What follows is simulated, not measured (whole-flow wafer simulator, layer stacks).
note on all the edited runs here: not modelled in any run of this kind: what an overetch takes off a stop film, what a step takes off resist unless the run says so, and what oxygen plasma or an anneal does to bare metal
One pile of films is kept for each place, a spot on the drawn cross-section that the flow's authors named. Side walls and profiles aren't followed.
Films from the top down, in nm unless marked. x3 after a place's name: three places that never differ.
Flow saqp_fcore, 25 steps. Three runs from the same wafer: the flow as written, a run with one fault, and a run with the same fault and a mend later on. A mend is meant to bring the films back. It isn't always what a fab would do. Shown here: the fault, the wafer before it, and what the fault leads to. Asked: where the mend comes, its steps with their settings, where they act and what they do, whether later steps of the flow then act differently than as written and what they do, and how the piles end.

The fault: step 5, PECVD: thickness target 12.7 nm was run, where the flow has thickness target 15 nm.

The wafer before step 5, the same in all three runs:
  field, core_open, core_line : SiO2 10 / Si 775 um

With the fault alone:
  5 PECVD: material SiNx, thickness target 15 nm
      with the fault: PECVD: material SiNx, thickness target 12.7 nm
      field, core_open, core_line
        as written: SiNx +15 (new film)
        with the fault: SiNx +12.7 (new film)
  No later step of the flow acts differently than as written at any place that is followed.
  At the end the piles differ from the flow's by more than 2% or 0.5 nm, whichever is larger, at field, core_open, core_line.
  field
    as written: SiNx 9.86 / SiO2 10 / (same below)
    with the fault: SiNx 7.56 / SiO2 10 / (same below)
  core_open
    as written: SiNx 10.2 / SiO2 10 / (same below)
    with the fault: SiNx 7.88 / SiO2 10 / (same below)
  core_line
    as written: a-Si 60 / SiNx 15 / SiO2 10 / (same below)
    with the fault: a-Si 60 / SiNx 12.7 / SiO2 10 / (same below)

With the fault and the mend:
  The mend comes after step 5.
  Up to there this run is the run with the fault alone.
  5a ETCH: chemistry h3po4, depth target 14.6 nm
      field, core_open, core_line
        SiNx -12.7 (all of it)
  5b PECVD: material SiNx, thickness target 15 nm (the flow's step 5 once more)
      field, core_open, core_line
        SiNx +15 (new film)
  No later step of the flow acts differently than as written at any place that is followed.
  At the end the piles are the same as the flow's at every place that both follow.
